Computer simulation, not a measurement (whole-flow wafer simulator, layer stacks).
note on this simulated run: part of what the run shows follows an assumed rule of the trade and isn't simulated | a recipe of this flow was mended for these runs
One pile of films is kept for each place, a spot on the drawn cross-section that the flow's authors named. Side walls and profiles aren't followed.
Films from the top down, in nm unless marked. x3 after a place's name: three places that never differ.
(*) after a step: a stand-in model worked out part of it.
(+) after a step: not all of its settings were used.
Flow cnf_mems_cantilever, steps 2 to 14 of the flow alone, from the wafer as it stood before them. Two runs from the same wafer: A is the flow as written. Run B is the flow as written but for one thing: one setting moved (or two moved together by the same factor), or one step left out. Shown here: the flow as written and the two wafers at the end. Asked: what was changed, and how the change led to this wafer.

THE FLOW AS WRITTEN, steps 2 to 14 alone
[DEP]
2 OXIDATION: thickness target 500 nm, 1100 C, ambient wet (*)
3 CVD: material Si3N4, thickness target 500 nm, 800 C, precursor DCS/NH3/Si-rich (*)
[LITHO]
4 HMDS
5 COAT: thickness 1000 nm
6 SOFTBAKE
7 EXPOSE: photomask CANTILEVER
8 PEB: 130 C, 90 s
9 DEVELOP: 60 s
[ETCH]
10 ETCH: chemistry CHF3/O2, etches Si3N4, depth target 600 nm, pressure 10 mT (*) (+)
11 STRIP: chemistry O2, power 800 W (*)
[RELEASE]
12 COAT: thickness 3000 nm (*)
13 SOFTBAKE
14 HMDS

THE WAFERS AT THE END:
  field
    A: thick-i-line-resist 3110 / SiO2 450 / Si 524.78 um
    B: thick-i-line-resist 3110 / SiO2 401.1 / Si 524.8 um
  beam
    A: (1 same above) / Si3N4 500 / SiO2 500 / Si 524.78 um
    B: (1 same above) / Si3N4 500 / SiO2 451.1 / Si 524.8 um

The cause: step 2, OXIDATION: 1077 C was run, where the flow has 1100 C.

How the change led to this, step by step:
  2 OXIDATION: thickness target 500 nm, 1100 C, ambient wet (*)
      field, beam: A SiO2 +500 (new film), chemical SiO2 -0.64 (all of it), Si -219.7 | B SiO2 +451.1 (new film), chemical SiO2 -0.64 (all of it), Si -198.2
